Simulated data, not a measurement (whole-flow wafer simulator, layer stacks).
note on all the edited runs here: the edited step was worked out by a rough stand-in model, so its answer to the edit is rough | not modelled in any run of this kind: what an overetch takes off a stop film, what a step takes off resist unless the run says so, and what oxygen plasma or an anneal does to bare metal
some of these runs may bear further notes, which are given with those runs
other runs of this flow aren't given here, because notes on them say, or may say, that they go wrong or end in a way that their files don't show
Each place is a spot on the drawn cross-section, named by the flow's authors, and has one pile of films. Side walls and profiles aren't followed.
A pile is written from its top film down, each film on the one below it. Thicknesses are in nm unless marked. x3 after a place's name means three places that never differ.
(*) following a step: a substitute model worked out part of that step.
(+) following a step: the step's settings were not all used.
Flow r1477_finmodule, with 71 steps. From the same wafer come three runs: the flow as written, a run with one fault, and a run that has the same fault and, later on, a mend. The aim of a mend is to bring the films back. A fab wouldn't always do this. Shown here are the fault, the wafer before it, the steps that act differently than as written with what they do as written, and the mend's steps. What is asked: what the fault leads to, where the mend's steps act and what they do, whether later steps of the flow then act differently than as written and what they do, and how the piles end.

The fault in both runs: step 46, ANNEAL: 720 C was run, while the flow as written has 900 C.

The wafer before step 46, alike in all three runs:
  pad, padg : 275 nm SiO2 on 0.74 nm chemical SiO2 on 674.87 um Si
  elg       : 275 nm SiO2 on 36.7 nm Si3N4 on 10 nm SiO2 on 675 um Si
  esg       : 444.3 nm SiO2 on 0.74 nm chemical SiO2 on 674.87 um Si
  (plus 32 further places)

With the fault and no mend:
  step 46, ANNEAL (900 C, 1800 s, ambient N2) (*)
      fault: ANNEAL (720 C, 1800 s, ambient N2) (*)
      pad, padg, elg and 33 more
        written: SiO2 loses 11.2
        fault: SiO2 loses 5.85
  Steps further on in the flow that do not act as written (1 other step is not shown; it differs only slightly, by no more than 2% or 0.5 nm, whichever is larger):
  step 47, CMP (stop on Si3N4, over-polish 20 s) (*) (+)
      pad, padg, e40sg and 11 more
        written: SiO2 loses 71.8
        fault: SiO2 loses 77.2
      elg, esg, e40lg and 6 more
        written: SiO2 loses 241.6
        fault: SiO2 loses 247
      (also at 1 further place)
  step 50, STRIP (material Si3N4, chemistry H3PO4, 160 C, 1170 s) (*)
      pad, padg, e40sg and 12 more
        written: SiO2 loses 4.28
        fault: SiO2 loses 9.17
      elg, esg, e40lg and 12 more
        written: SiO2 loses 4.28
        fault: SiO2 loses 7.4
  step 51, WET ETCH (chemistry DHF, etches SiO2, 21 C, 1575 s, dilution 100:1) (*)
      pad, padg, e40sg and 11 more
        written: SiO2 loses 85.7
        fault: SiO2 loses 162.3
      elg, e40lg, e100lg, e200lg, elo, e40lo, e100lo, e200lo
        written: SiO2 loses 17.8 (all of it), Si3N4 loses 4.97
        fault: SiO2 loses 14.7 (all of it), Si3N4 loses 5.7
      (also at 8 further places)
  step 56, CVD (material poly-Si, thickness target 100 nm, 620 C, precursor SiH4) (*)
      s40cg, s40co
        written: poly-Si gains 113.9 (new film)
        fault: poly-Si gains 170.7 (new film)
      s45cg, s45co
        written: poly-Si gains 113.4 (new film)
        fault: poly-Si gains 170.7 (new film)
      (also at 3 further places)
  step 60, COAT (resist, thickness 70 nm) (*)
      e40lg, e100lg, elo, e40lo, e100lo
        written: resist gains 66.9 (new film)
        fault: resist gains 62.8 (new film)
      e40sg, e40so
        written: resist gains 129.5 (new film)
        fault: resist gains 206 (new film)
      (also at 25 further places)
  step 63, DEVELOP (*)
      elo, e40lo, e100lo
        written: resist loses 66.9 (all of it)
        fault: resist loses 62.8 (all of it)
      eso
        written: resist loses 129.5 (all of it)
        fault: resist loses 205.9 (all of it)
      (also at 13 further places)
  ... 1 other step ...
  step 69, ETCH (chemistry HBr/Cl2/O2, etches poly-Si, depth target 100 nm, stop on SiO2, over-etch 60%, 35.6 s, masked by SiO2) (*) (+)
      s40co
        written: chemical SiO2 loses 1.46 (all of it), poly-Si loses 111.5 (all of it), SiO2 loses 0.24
        fault: chemical SiO2 loses 1.73 (all of it), poly-Si loses 160
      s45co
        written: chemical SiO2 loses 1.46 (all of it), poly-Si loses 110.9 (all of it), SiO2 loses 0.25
        fault: chemical SiO2 loses 1.73 (all of it), poly-Si loses 160
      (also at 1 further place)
  The piles end different from the flow's at pad, padg, elg and 27 more by more than 2% or 0.5 nm, whichever is larger.
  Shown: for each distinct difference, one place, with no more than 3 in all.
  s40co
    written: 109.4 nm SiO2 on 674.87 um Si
    fault: 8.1 nm poly-Si on 55 nm SiO2 on 674.87 um Si
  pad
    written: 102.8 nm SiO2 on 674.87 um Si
    fault: 21.7 nm SiO2 on 674.87 um Si
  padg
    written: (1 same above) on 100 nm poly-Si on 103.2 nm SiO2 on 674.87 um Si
    fault: (1 same above) on 100 nm poly-Si on 22.1 nm SiO2 on 674.87 um Si

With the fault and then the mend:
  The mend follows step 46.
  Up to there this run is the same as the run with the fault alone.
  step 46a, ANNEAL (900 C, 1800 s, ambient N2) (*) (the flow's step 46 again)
      pad, padg, elg and 33 more
        SiO2 loses 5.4
  None of the later steps of the flow acts differently than as written at any place that is followed.
  By the end, the piles equal the flow's at every place that both follow.
